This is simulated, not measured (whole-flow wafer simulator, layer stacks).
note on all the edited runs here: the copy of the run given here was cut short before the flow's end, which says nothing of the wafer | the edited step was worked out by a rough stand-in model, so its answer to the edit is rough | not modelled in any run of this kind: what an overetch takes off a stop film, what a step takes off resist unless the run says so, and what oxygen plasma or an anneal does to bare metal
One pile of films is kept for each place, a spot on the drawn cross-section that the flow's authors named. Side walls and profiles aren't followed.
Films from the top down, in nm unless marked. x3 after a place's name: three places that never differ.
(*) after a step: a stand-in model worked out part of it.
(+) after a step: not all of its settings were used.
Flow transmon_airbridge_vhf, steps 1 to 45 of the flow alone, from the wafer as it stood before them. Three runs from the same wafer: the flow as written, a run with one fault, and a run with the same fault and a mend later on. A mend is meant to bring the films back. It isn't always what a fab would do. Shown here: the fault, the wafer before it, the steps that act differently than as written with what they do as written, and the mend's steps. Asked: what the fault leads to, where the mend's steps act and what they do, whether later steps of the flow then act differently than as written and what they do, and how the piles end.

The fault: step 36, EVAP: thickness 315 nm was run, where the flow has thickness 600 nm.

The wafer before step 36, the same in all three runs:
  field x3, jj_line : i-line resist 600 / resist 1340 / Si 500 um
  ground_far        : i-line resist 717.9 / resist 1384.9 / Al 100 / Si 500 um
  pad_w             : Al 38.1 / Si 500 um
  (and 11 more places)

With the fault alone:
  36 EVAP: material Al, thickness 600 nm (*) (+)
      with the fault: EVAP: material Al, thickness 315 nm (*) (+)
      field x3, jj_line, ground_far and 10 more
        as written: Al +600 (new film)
        with the fault: Al +315 (new film)
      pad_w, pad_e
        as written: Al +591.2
        with the fault: Al +310.4
  Later steps of the flow that act differently than as written:
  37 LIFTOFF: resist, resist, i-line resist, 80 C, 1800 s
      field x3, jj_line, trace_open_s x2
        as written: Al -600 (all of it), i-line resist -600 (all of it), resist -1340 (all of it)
        with the fault: Al -315 (all of it), i-line resist -600 (all of it), resist -1340 (all of it)
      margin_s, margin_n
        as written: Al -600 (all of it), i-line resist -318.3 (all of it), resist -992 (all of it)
        with the fault: Al -315 (all of it), i-line resist -318.3 (all of it), resist -992 (all of it)
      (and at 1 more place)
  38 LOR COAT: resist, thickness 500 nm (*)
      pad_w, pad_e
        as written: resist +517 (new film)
        with the fault: resist +543.8 (new film)
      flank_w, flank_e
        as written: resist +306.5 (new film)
        with the fault: resist +313.2 (new film)
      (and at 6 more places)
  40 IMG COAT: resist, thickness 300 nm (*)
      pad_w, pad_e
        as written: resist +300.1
        with the fault: resist +313.6
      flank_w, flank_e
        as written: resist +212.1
        with the fault: resist +221.8
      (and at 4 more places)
  At the end the piles differ from the flow's by more than 2% or 0.5 nm, whichever is larger, at pad_w, flank_w, gap_w and 7 more.
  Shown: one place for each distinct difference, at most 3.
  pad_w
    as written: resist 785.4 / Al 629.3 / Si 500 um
    with the fault: resist 825.5 / Al 348.5 / Si 500 um
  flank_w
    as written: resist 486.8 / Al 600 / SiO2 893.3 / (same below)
    with the fault: resist 503.2 / Al 315 / SiO2 893.3 / (same below)
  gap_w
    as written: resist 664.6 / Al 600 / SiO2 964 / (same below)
    with the fault: resist 685.8 / Al 315 / SiO2 964 / (same below)

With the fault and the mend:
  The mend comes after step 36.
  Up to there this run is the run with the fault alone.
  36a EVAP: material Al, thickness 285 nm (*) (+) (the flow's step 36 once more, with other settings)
      field x3, jj_line, ground_far and 10 more
        Al +285
      pad_w, pad_e
        Al +280.8
  No later step of the flow acts differently than as written, at any place that is followed, by more than 2% or 0.5 nm, whichever is larger.
  At the end the piles differ from the flow's only slightly at the places that both follow, by at most 2% or 0.5 nm, whichever is larger.
